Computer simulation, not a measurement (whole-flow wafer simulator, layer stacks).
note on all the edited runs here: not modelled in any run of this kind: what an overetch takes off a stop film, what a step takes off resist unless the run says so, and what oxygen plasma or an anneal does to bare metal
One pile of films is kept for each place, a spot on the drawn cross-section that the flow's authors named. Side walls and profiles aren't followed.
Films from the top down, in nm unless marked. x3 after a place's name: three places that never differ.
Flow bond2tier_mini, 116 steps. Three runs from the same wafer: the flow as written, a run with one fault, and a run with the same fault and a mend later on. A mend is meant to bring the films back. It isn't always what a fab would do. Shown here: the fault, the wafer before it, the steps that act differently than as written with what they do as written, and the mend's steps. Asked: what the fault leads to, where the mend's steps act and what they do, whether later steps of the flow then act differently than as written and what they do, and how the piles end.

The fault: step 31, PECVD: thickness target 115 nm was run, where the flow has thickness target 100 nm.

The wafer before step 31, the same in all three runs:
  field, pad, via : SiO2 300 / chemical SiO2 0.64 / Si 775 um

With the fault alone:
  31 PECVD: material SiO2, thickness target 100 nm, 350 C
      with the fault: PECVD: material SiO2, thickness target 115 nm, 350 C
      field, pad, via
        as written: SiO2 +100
        with the fault: SiO2 +115
  No later step of the flow acts differently than as written at any place that is followed.
  At the end the piles differ from the flow's by more than 2% or 0.5 nm, whichever is larger, at pad.
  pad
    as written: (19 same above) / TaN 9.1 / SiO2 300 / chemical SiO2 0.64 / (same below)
    with the fault: (19 same above) / TaN 9.1 / SiO2 315 / chemical SiO2 0.64 / (same below)

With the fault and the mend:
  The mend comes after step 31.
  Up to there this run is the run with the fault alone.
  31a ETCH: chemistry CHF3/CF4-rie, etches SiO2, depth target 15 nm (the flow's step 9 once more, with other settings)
      field, pad, via
        SiO2 -15
  No later step of the flow acts differently than as written at any place that is followed.
  At the end the piles are the same as the flow's at every place that both follow.
